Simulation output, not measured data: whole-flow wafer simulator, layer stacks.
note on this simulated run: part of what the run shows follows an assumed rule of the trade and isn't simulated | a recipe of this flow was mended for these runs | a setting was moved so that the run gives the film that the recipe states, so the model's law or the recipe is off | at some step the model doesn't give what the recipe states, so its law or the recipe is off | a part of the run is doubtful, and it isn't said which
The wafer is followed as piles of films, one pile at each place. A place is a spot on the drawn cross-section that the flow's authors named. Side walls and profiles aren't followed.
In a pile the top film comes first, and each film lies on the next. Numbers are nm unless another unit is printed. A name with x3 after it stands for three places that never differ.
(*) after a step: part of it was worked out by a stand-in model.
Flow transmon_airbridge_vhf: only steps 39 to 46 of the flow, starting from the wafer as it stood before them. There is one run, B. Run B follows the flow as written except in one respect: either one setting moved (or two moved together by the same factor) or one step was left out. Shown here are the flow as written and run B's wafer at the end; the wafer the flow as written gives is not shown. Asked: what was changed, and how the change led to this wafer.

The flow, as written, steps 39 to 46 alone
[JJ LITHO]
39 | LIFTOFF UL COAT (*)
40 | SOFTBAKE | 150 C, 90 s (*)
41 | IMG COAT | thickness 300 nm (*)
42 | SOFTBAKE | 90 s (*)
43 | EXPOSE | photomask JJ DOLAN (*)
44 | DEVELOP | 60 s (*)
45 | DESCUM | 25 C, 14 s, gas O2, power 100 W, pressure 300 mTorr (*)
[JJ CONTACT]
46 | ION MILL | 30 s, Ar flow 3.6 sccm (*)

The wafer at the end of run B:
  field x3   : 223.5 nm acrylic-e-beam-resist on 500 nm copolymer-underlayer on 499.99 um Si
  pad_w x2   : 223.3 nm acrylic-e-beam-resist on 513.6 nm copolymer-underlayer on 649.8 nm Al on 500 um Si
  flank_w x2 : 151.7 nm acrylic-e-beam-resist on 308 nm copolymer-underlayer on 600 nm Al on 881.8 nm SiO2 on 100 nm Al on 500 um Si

The reason: step 41, IMG COAT: thickness 255 nm was run, while the flow as written has thickness 300 nm.

The path from the change to this, step by step:
  41 | IMG COAT | thickness 300 nm (*)
      field x3, jj_line, ground_far x3: acrylic-e-beam-resist gains 255 (new film) (in the flow as written it would be: acrylic-e-beam-resist gains 300 (new film))
      pad_w x2: acrylic-e-beam-resist gains 254.8 (new film) (in the flow as written it would be: acrylic-e-beam-resist gains 300.2 (new film))
      (and at 8 other places as well)
  44 | DEVELOP | 60 s (*)
      jj_line: acrylic-e-beam-resist loses 255 (all of it), copolymer-underlayer loses 500 (all of it) (in the flow as written it would be: acrylic-e-beam-resist loses 300 (all of it), copolymer-underlayer loses 500 (all of it))
